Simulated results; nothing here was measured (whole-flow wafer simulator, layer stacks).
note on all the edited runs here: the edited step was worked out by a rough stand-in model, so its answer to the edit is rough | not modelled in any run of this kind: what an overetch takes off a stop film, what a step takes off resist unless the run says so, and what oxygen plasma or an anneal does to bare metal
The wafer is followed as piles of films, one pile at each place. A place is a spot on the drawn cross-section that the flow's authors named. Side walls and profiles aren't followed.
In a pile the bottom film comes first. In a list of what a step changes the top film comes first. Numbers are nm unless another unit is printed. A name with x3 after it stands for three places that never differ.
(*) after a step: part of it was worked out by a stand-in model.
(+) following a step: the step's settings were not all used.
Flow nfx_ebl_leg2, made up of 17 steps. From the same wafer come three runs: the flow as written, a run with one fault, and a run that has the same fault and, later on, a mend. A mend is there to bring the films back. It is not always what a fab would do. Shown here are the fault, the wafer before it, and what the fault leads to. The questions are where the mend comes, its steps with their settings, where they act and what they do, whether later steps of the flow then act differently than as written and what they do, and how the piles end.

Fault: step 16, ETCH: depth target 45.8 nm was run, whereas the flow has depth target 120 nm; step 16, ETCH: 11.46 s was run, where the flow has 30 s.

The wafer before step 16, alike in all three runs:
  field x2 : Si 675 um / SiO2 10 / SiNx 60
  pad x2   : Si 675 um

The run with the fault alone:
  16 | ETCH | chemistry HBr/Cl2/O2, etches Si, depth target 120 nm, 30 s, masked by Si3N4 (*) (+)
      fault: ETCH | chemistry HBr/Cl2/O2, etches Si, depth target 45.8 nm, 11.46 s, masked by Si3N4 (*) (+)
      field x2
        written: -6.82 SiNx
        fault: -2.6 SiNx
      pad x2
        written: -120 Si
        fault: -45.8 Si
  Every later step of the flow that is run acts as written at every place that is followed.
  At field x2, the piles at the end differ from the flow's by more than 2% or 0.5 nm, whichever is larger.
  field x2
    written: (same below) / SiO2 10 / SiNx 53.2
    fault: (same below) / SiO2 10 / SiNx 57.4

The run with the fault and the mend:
  The mend stands after step 17.
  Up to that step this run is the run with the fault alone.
  17a | ETCH | chemistry HBr/Cl2/O2, etches Si, depth target 74.2 nm, 18.54 s, masked by Si3N4 (*) (+) (the flow's step 16 again, with other settings)
      field x2
        -4.21 SiNx
      pad x2
        -74.2 Si
  Every later step of the flow that is run acts as written at every place that is followed.
  By the end, the piles equal the flow's at every place that both follow.
